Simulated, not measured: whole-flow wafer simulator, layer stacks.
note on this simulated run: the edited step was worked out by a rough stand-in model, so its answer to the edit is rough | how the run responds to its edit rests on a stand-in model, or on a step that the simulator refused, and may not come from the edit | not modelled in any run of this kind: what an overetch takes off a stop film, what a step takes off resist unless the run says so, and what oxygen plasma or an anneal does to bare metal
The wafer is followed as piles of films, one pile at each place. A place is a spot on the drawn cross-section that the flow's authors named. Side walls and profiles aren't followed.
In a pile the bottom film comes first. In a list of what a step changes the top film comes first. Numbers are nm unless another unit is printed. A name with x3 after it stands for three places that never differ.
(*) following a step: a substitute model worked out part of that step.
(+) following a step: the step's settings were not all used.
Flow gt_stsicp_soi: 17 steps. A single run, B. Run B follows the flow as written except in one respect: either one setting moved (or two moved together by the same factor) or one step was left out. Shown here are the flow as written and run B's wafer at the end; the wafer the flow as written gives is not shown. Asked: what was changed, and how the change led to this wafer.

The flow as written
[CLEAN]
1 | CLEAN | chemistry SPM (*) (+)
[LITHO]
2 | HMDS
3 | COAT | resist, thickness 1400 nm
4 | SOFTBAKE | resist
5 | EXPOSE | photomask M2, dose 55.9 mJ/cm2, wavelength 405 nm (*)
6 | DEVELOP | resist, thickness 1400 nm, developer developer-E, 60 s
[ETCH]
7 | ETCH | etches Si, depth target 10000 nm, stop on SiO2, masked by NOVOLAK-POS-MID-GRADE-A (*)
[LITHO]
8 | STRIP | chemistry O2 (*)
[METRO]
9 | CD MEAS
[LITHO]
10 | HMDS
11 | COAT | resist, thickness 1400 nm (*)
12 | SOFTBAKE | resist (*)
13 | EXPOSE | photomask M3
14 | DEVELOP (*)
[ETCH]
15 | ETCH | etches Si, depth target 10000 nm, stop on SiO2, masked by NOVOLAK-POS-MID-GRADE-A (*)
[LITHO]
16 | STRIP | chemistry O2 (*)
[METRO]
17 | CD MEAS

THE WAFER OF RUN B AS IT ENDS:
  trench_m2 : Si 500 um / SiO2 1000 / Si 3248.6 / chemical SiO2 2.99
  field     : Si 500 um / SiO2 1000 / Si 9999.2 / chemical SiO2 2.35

Cause: step 7, ETCH: depth target 6750 nm was run, though the flow has depth target 10000 nm.

Step by step, how the change led to this:
  7 | ETCH | etches Si, depth target 10000 nm, stop on SiO2, masked by NOVOLAK-POS-MID-GRADE-A (*)
      trench_m2: chemical SiO2 loses 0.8 (all of it), Si loses 6750 (in the flow as written it would be: chemical SiO2 loses 0.8 (all of it), Si loses 9999.9 (all of it))
      field, trench_m3: resist loses 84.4 (in the flow as written it would be: resist loses 125)
  8 | STRIP | chemistry O2 (*)
      trench_m2: chemical SiO2 gains 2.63 (new film), Si loses 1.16 (in the flow as written it would be: nothing)
      field, trench_m3: resist loses 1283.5 (all of it), chemical SiO2 gains 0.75, Si loses 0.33 (in the flow as written it would be: resist loses 1242.8 (all of it), chemical SiO2 gains 0.74, Si loses 0.33)
  11 | COAT | resist, thickness 1400 nm (*)
      trench_m2: resist gains 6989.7 (new film) (in the flow as written it would be: resist gains 9583.4 (new film))
      trench_m3: resist gains 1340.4 (new film) (in the flow as written it would be: resist gains 1311.7 (new film))
  12 | SOFTBAKE | resist (*)
      field: resist gains 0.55 (in the flow as written it would be: nothing)
      trench_m2: resist gains 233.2 (in the flow as written it would be: nothing)
      (as well as at 1 more place)
  14 | DEVELOP (*)
      trench_m3: resist loses 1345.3 (all of it) (in the flow as written it would be: resist loses 1311.7 (all of it))
  16 | STRIP | chemistry O2 (*)
      trench_m2: resist loses 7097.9 (all of it), chemical SiO2 gains 0.35, Si loses 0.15 (in the flow as written it would be: resist loses 9458.4 (all of it))
